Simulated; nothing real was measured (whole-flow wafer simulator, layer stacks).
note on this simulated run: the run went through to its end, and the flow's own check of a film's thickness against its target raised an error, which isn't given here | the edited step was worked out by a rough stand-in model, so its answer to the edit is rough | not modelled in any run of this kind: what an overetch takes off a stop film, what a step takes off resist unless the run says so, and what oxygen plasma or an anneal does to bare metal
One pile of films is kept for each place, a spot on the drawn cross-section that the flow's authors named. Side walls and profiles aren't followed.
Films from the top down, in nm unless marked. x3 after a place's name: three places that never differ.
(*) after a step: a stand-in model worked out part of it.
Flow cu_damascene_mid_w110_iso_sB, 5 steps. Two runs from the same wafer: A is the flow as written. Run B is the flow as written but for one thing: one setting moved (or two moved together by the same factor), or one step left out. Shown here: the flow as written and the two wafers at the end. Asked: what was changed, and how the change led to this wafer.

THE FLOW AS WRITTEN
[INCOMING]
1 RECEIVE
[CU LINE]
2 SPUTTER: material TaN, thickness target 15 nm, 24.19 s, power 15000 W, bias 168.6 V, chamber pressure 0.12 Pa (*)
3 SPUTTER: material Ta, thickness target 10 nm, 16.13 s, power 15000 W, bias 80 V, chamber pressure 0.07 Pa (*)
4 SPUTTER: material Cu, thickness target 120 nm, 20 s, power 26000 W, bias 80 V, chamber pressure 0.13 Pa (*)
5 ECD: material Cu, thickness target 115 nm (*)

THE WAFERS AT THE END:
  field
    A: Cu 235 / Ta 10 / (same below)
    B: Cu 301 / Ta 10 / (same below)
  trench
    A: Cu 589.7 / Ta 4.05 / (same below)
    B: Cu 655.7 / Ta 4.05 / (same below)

The cause: step 4, SPUTTER: thickness target 186 nm was run, where the flow has thickness target 120 nm; step 4, SPUTTER: 31 s was run, where the flow has 20 s.

How the change led to this, step by step:
  4 SPUTTER: material Cu, thickness target 120 nm, 20 s, power 26000 W, bias 80 V, chamber pressure 0.13 Pa (*)
      field: A Cu +120 (new film) | B Cu +186 (new film)
      trench: A Cu +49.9 (new film) | B Cu +77.4 (new film)
  5 ECD: material Cu, thickness target 115 nm (*)
      trench: A Cu +539.8 | B Cu +578.3
